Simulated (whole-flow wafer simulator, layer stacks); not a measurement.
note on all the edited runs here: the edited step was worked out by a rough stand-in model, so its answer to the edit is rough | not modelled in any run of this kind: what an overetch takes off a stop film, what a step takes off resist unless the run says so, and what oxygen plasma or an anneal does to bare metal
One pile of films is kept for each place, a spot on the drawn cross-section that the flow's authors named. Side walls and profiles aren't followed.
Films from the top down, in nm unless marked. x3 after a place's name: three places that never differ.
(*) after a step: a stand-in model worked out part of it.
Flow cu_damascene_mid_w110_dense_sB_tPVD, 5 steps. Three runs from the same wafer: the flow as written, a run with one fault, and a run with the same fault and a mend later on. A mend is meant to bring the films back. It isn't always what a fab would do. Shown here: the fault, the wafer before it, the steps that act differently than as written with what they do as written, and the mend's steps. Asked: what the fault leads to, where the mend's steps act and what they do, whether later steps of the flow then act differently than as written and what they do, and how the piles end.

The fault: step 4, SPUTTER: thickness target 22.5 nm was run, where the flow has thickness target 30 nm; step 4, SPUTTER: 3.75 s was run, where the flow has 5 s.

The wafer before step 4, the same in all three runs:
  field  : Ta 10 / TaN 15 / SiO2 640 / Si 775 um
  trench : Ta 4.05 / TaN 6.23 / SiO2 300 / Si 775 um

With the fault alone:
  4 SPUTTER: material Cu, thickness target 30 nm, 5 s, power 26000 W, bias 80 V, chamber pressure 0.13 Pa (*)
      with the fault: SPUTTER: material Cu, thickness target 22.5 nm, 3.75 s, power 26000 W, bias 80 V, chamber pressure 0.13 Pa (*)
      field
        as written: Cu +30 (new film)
        with the fault: Cu +22.5 (new film)
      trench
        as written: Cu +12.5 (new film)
        with the fault: Cu +9.36 (new film)
  No later step of the flow acts differently than as written, at any place that is followed, by more than 2% or 0.5 nm, whichever is larger.
  At the end the piles differ from the flow's by more than 2% or 0.5 nm, whichever is larger, at field.
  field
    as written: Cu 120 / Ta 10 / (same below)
    with the fault: Cu 112.5 / Ta 10 / (same below)

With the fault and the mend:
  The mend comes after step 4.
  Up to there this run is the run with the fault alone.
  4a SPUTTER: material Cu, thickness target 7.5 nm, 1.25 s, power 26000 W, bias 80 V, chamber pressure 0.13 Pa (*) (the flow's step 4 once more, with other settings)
      field
        Cu +7.5
      trench
        Cu +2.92
  No later step of the flow acts differently than as written, at any place that is followed, by more than 2% or 0.5 nm, whichever is larger.
  At the end the piles are the same as the flow's at every place that both follow.
